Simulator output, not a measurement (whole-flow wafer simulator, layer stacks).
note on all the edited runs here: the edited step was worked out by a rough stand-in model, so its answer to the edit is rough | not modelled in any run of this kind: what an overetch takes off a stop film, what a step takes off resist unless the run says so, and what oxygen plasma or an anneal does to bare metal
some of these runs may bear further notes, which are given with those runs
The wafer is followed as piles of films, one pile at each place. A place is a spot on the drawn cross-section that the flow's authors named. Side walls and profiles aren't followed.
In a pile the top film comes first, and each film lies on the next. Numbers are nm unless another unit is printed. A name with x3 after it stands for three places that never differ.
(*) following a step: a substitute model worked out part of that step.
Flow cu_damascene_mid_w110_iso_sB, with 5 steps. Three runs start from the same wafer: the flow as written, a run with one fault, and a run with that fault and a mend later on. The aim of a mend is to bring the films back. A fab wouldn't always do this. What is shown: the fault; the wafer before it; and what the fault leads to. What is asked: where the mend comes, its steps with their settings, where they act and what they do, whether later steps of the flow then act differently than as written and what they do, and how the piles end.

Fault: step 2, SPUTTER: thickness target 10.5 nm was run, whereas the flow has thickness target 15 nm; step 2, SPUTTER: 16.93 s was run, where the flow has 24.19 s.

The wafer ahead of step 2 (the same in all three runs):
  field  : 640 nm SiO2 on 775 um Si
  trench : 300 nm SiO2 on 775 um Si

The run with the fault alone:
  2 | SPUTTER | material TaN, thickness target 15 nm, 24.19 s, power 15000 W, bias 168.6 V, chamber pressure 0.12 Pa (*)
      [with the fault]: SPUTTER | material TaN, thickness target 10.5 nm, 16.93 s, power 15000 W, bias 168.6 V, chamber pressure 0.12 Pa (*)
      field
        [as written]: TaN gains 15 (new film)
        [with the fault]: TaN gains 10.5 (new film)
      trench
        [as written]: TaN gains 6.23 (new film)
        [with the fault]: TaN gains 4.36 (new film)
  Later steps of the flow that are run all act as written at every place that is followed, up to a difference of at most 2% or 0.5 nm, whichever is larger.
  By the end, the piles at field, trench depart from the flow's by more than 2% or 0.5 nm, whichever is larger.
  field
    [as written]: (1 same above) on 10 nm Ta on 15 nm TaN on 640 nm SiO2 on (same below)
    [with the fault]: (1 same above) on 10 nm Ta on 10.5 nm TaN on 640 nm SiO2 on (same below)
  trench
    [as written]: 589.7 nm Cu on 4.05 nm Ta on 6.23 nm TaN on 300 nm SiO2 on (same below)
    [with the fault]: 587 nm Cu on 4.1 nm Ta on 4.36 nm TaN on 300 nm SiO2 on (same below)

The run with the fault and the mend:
  After step 2 comes the mend.
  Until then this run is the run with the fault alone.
  2a | SPUTTER | material TaN, thickness target 4.5 nm, 7.257 s, power 15000 W, bias 168.6 V, chamber pressure 0.12 Pa (*) (the flow's step 2 again, with other settings)
      field
        TaN gains 4.5
      trench
        TaN gains 1.8
  Later steps of the flow that are run all act as written at every place that is followed, up to a difference of at most 2% or 0.5 nm, whichever is larger.
  When the end is reached, the piles differ only a little from the flow's at the places that both follow, at most by 2% or 0.5 nm, whichever is larger.
